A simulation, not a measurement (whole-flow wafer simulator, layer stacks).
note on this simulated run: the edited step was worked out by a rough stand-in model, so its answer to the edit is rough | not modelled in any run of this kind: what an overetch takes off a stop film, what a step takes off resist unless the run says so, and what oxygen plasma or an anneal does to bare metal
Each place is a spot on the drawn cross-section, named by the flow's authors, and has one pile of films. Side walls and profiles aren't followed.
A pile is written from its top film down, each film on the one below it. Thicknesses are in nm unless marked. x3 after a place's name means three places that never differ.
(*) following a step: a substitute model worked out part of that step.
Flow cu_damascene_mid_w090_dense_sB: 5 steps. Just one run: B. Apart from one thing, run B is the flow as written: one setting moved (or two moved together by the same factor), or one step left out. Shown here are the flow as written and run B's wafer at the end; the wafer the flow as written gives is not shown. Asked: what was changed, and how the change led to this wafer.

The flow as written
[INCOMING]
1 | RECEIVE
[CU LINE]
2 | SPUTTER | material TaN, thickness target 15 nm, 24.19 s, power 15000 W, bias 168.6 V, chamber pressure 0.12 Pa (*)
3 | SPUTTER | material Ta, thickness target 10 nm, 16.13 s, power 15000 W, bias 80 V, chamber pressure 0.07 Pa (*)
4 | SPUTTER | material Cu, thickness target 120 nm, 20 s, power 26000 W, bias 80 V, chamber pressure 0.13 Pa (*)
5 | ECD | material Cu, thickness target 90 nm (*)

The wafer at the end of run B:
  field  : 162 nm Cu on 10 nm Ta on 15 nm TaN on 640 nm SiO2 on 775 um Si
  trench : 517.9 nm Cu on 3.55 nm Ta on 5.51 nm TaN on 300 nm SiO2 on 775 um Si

The reason: step 4, SPUTTER: thickness target 72 nm was run, whereas the flow has thickness target 120 nm; step 4, SPUTTER: 12 s was run, where the flow has 20 s.

Step by step, how the change led to this:
  4 | SPUTTER | material Cu, thickness target 120 nm, 20 s, power 26000 W, bias 80 V, chamber pressure 0.13 Pa (*)
      field: Cu gains 72 (new film) (it would be, as written: Cu gains 120 (new film))
      trench: Cu gains 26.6 (new film) (it would be, as written: Cu gains 44.3 (new film))
  5 | ECD | material Cu, thickness target 90 nm (*)
      trench: Cu gains 491.3 (it would be, as written: Cu gains 521.6)
